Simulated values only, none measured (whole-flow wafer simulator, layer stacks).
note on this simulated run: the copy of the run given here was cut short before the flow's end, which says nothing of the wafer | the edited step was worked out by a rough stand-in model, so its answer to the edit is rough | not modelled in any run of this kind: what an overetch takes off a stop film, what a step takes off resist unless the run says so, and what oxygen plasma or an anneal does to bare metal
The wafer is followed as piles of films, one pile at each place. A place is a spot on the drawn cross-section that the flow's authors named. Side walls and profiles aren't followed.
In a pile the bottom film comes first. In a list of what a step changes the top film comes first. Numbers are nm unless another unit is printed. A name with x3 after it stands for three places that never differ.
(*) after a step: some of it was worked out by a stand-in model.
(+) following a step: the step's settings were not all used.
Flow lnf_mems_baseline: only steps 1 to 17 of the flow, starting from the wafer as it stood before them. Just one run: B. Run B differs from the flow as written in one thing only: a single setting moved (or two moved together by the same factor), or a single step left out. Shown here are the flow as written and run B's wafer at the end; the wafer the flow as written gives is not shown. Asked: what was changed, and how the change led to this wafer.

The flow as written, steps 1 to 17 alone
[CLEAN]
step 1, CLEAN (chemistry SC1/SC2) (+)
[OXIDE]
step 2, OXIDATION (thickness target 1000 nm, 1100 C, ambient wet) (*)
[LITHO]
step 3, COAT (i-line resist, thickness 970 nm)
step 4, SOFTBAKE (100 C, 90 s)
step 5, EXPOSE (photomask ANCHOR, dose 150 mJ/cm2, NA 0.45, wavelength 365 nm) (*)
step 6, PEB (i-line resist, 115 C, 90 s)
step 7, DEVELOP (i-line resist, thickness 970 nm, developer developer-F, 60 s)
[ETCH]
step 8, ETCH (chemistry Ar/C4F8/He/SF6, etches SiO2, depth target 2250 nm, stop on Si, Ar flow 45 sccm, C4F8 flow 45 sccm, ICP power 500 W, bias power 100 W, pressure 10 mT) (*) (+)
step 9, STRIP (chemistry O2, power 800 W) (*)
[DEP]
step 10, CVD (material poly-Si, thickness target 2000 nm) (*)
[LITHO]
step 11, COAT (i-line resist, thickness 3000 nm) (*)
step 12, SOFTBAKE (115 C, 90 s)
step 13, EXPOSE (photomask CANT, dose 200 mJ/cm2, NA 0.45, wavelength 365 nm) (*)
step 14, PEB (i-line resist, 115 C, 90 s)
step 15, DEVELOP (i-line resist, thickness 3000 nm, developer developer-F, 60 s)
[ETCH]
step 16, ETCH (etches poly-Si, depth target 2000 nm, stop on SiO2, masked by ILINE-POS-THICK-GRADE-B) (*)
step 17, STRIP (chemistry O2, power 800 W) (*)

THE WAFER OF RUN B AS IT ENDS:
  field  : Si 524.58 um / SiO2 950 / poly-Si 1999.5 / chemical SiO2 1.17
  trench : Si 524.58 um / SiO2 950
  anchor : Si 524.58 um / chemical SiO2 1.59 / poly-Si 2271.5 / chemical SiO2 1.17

What caused this: step 2, OXIDATION: thickness target 950 nm was run, while the flow as written has thickness target 1000 nm.
One can read it off the wafer: field has SiO2 950, and step 2 as written asks for 1000 nm.

How this came from the change, step by step:
  step 2, OXIDATION (thickness target 1000 nm, 1100 C, ambient wet) (*)
      field, anchor, beam, trench, char_slit: +950 SiO2 (new film), -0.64 chemical SiO2 (all of it), -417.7 Si (as written it would have been: +1000 SiO2 (new film), -0.64 chemical SiO2 (all of it), -439.7 Si)
  step 8, ETCH (chemistry Ar/C4F8/He/SF6, etches SiO2, depth target 2250 nm, stop on Si, Ar flow 45 sccm, C4F8 flow 45 sccm, ICP power 500 W, bias power 100 W, pressure 10 mT) (*) (+)
      field, beam, trench, char_slit: -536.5 i-line resist (as written it would have been: -561.5 i-line resist)
      anchor: -950 SiO2 (all of it) (as written it would have been: -1000 SiO2 (all of it))
  step 9, STRIP (chemistry O2, power 800 W) (*)
      field, beam, trench, char_slit: -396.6 i-line resist (all of it) (as written it would have been: -371.6 i-line resist (all of it))
  step 10, CVD (material poly-Si, thickness target 2000 nm) (*)
      anchor: +2272 poly-Si (new film) (as written it would have been: +2322 poly-Si (new film))
